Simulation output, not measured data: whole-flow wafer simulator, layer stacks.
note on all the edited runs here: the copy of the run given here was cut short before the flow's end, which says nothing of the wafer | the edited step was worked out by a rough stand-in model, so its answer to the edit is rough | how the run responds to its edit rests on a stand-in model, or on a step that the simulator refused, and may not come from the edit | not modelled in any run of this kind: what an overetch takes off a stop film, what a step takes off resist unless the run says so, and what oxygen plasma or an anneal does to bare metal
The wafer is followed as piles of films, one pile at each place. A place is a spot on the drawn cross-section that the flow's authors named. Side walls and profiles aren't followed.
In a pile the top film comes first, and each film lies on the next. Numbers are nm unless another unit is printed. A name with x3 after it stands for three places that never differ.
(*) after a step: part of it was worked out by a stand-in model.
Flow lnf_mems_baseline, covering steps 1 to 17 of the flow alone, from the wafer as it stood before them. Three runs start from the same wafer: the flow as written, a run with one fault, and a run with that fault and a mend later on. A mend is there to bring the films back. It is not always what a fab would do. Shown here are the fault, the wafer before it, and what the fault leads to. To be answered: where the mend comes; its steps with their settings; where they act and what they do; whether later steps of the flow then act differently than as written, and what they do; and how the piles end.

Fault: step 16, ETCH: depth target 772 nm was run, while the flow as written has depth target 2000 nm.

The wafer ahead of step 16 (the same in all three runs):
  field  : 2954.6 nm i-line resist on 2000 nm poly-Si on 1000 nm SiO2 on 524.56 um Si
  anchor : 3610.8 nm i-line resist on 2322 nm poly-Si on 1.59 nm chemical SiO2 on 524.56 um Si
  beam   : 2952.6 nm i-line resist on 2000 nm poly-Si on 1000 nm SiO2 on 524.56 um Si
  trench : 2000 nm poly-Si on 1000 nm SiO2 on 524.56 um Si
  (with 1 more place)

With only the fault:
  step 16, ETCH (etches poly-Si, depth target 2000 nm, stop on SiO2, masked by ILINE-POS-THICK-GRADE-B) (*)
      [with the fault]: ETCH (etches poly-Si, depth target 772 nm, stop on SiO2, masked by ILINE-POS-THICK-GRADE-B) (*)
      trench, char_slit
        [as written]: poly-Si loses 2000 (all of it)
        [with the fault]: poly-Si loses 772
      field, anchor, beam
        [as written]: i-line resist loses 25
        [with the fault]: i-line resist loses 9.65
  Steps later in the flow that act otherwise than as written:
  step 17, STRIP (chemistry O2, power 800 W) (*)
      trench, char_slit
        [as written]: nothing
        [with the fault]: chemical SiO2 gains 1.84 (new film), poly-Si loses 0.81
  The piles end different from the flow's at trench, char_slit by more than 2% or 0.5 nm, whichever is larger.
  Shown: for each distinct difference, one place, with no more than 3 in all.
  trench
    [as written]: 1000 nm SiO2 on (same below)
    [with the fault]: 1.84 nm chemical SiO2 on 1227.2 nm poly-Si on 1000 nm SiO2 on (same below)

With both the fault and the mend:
  After step 17 comes the mend.
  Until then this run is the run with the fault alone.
  step 17a, COAT (i-line resist, thickness 3000 nm) (*) (the flow's step 11, run once more)
      field
        i-line resist gains 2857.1 (new film)
      anchor
        i-line resist gains 3473.8 (new film)
      beam
        i-line resist gains 2796.1 (new film)
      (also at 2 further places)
  step 17b, SOFTBAKE (115 C, 90 s) (the flow's step 12, run once more)
      field
        i-line resist gains 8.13
      anchor
        i-line resist gains 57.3
      beam
        i-line resist gains 48.3
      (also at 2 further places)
  step 17c, EXPOSE (photomask CANT, dose 200 mJ/cm2, NA 0.45, wavelength 365 nm) (*) (the flow's step 13, run once more)
      does not change any film at any place that is followed
  step 17d, PEB (i-line resist, 115 C, 90 s) (the flow's step 14, run once more)
      field
        i-line resist loses 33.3
      anchor
        i-line resist loses 43.9
      beam
        i-line resist loses 32.4
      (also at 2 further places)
  step 17e, DEVELOP (i-line resist, thickness 3000 nm, developer developer-F, 60 s) (the flow's step 15, run once more)
      field, anchor, beam
        i-line resist loses 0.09
      trench
        i-line resist loses 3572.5 (all of it)
      char_slit
        i-line resist loses 3615.2 (all of it)
  step 17f, ETCH (etches poly-Si, depth target 1228 nm, stop on SiO2, masked by ILINE-POS-THICK-GRADE-B) (*) (the flow's step 16, run once more with other settings)
      field, beam
        i-line resist loses 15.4
      trench, char_slit
        chemical SiO2 loses 1.84 (all of it), poly-Si loses 1227.2 (all of it)
      anchor
        i-line resist loses 15.3
  step 17g, STRIP (chemistry O2, power 800 W) (*) (the flow's step 17, run once more)
      field
        i-line resist loses 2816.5 (all of it), chemical SiO2 gains 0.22, poly-Si loses 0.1
      anchor
        i-line resist loses 3471.8 (all of it), chemical SiO2 gains 0.22, poly-Si loses 0.1
      beam
        i-line resist loses 2796.6 (all of it), chemical SiO2 gains 0.22, poly-Si loses 0.1
  Every later step of the flow that is run acts as written at every place that is followed.
  The piles end only slightly different from the flow's at the places that both follow, by no more than 2% or 0.5 nm, whichever is larger.
